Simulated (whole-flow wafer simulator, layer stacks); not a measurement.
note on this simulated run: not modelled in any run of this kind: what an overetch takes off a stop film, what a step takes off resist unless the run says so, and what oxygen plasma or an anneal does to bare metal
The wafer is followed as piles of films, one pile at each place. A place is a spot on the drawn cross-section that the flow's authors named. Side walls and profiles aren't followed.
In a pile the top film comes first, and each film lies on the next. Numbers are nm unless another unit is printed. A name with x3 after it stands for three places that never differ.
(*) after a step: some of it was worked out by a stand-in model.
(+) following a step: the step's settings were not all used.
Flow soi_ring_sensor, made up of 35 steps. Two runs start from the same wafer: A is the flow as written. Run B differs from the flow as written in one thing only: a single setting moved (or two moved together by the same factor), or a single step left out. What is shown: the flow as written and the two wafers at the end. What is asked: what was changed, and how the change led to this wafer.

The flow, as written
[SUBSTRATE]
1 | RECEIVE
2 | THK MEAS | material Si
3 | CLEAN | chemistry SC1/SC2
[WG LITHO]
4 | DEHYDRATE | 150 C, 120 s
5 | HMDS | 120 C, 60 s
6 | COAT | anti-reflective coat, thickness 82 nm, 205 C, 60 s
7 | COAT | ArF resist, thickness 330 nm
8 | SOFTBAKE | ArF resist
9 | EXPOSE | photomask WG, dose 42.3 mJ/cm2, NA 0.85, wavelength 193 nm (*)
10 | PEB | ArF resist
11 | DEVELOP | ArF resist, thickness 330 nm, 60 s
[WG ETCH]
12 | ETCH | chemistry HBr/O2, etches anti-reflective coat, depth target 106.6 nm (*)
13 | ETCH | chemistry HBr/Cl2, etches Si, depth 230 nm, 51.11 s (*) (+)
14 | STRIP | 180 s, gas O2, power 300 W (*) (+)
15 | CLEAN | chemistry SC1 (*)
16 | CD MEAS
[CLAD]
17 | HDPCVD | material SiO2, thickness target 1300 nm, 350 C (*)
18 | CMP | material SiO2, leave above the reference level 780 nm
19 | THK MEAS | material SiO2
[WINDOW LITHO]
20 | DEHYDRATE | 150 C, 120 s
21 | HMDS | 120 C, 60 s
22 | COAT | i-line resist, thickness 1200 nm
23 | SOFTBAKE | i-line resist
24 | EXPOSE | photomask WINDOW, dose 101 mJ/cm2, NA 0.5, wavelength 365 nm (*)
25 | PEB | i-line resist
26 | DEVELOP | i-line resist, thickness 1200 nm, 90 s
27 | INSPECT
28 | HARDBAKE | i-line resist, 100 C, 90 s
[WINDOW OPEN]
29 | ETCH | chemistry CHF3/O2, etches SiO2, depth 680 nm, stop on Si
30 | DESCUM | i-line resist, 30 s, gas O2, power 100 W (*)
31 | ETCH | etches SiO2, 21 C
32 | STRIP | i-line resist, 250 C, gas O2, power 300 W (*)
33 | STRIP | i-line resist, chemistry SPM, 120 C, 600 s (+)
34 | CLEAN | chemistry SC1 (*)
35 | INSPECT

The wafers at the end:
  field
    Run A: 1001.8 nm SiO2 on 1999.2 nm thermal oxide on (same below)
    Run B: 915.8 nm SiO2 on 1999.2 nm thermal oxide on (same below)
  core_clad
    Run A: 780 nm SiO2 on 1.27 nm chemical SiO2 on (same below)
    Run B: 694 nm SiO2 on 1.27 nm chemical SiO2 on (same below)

What caused this: step 18, CMP: leave above the reference level 694 nm was run, while the flow as written has leave above the reference level 780 nm.
The wafer itself shows it: core_clad has SiO2 694, and step 18 as written asks for 780 nm.

The path from the change to this, step by step:
  18 | CMP | material SiO2, leave above the reference level 780 nm
      gap, window, field, gap_clad: A -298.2 SiO2 | B -384.2 SiO2
      core, core_clad: A -520 SiO2 | B -606 SiO2
  31 | ETCH | etches SiO2, 21 C
      core: A -100 SiO2 (all of it), -1.27 chemical SiO2 (all of it) | B -14 SiO2 (all of it), -1.27 chemical SiO2 (all of it)
